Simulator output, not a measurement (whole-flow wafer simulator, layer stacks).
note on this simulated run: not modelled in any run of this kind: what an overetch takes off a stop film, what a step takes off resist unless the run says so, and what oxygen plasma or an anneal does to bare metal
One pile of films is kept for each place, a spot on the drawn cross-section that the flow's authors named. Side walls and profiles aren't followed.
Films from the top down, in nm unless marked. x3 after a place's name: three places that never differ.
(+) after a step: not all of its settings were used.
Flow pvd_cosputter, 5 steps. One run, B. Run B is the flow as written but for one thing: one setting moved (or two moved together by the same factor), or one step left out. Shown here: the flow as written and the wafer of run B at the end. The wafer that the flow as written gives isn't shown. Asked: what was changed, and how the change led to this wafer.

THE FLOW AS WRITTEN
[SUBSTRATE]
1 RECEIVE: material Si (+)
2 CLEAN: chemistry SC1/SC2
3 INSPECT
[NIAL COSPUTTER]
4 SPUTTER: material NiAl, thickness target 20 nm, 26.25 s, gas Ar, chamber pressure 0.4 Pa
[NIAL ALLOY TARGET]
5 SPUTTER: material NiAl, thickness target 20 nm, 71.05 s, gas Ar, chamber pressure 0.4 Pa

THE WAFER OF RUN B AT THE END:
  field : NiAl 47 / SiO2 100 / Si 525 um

The cause: step 5, SPUTTER: thickness target 27 nm was run, where the flow has thickness target 20 nm.

How the change led to this, step by step:
  5 SPUTTER: material NiAl, thickness target 20 nm, 71.05 s, gas Ar, chamber pressure 0.4 Pa
      field: NiAl +27 (as written it would be: NiAl +20)
